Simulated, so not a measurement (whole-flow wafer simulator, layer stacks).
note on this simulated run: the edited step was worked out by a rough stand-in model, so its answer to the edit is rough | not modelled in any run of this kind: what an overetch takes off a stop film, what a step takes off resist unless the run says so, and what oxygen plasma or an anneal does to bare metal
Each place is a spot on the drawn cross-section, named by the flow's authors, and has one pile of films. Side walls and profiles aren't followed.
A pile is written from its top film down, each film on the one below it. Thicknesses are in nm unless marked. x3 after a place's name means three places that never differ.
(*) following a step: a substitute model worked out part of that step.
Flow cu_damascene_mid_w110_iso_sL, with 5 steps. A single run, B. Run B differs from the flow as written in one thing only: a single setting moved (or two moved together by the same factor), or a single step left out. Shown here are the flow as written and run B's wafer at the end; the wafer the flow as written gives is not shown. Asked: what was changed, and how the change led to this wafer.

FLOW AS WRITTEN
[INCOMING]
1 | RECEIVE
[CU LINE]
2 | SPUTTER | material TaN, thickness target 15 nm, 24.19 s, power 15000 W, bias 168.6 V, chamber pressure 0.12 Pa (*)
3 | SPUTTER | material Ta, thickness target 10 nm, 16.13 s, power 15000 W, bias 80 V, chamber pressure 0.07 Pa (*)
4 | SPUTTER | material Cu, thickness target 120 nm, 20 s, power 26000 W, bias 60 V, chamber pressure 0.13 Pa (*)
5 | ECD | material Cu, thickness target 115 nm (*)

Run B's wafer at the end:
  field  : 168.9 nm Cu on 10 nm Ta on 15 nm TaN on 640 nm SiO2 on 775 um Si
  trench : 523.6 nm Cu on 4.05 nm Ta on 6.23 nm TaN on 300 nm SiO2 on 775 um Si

The reason: step 5, ECD: thickness target 48.9 nm was run, whereas the flow has thickness target 115 nm.

The path from the change to this, step by step:
  5 | ECD | material Cu, thickness target 115 nm (*)
      field: Cu gains 48.9 (as written it would have been: Cu gains 115)
      trench: Cu gains 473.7 (as written it would have been: Cu gains 539.8)
